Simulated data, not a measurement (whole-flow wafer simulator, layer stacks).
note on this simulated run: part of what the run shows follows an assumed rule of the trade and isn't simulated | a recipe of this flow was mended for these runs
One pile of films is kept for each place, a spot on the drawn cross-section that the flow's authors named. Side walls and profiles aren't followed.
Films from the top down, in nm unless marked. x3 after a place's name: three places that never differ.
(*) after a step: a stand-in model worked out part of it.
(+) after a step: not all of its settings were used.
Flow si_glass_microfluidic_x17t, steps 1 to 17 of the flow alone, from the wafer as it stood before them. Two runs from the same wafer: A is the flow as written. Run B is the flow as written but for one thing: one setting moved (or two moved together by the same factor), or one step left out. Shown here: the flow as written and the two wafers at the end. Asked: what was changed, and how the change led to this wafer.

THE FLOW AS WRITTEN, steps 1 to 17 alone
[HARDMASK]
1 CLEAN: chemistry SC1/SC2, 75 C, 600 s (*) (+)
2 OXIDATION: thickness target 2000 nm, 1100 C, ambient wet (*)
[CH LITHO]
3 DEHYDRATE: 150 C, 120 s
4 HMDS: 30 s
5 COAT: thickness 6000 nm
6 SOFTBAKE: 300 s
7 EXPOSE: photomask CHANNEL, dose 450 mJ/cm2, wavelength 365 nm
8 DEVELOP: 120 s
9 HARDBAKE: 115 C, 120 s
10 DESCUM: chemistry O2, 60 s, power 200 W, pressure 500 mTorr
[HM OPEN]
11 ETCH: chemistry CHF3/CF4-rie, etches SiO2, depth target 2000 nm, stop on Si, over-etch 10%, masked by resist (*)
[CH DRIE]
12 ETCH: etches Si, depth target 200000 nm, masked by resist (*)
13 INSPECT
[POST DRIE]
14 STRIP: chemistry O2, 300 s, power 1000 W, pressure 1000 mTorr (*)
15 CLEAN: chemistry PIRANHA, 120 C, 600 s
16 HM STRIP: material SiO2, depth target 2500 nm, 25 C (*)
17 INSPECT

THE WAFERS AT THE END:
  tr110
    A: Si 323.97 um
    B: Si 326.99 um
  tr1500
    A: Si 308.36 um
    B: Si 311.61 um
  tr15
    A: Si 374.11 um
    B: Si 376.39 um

The cause: step 11, ETCH: depth target 1800 nm was run, where the flow has depth target 2000 nm.

How the change led to this, step by step:
  11 ETCH: chemistry CHF3/CF4-rie, etches SiO2, depth target 2000 nm, stop on Si, over-etch 10%, masked by resist (*)
      tr110, tr1500, tr15: A SiO2 -2000 (all of it), Si -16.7 | B SiO2 -1980
      land: A thick-i-line-resist -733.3 | B thick-i-line-resist -660
  12 ETCH: etches Si, depth target 200000 nm, masked by resist (*)
      tr110: A Si -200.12 um | B SiO2 -20 (all of it), Si -197.12 um
      tr1500: A Si -215.73 um | B SiO2 -20 (all of it), Si -212.51 um
      (and at 1 more place)
  14 STRIP: chemistry O2, 300 s, power 1000 W, pressure 1000 mTorr (*)
      land: A thick-i-line-resist -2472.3 (all of it) | B thick-i-line-resist -2545.6 (all of it)
